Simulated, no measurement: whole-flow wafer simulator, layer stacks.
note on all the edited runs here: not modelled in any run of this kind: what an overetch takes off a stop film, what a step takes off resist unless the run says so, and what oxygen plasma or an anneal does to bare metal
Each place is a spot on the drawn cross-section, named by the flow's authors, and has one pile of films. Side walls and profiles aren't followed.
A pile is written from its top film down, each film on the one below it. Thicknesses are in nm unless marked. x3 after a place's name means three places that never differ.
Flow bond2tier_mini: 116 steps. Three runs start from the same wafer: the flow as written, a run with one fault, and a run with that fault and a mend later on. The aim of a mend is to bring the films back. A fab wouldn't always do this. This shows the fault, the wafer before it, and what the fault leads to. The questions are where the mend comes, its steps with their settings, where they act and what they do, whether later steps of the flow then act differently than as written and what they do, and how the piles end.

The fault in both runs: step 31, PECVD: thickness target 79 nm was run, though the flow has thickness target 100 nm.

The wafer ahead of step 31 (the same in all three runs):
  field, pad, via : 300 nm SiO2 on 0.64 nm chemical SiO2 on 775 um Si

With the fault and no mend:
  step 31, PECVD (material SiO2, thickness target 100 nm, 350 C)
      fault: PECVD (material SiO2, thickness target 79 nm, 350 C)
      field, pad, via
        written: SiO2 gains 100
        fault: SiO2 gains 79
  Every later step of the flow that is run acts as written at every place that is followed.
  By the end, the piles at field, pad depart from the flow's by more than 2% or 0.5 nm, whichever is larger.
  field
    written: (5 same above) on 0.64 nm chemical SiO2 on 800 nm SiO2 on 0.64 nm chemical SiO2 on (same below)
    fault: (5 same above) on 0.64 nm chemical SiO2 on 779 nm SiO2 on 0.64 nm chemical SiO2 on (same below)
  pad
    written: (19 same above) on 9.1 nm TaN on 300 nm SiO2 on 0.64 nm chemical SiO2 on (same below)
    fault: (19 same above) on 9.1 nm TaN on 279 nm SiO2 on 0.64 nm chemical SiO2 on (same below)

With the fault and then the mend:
  The mend stands after step 31.
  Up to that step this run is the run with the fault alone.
  step 31a, PECVD (material SiO2, thickness target 21 nm, 350 C) (the flow's step 31 again, with other settings)
      field, pad, via
        SiO2 gains 21
  Every later step of the flow that is run acts as written at every place that is followed.
  By the end, the piles equal the flow's at every place that both follow.
